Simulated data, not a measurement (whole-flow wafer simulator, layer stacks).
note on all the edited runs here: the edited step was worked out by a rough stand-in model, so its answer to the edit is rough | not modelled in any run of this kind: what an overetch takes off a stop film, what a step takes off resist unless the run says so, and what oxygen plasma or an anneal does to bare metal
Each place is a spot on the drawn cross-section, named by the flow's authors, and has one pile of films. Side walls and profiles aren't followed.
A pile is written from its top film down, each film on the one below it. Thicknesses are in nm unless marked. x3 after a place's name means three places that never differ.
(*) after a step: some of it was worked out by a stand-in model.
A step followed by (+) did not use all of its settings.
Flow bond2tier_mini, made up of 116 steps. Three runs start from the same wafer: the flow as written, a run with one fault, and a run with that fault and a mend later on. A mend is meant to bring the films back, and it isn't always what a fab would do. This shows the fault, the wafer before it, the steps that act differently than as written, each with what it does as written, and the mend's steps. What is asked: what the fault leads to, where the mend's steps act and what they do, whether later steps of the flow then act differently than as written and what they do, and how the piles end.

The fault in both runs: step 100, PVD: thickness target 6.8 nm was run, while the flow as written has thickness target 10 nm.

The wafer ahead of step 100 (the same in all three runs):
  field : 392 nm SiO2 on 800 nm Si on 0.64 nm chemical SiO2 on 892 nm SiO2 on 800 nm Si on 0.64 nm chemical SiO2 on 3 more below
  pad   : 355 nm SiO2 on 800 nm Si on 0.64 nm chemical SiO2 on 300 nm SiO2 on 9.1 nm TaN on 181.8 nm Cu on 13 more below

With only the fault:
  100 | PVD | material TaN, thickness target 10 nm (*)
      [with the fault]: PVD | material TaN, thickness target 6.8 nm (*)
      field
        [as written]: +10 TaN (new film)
        [with the fault]: +6.8 TaN (new film)
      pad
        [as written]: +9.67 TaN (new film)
        [with the fault]: +6.57 TaN (new film)
  Steps further on in the flow that do not act as written (not shown: 1 more step that differs only slightly, by at most 2% or 0.5 nm, whichever is larger):
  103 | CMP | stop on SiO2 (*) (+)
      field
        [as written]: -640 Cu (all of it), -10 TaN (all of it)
        [with the fault]: -640 Cu (all of it), -6.8 TaN (all of it)
  By the end, the piles at pad depart from the flow's by more than 2% or 0.5 nm, whichever is larger.
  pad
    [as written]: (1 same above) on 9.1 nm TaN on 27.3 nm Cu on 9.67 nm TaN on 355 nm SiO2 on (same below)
    [with the fault]: (1 same above) on 9.1 nm TaN on 30.4 nm Cu on 6.57 nm TaN on 355 nm SiO2 on (same below)

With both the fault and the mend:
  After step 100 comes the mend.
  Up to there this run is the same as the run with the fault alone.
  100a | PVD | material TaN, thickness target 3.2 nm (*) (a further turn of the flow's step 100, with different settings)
      field
        +3.2 TaN
      pad
        +3.09 TaN
  Every later step of the flow that is run acts as written at every place that is followed.
  When the end is reached, the piles differ only a little from the flow's at the places that both follow, at most by 2% or 0.5 nm, whichever is larger.
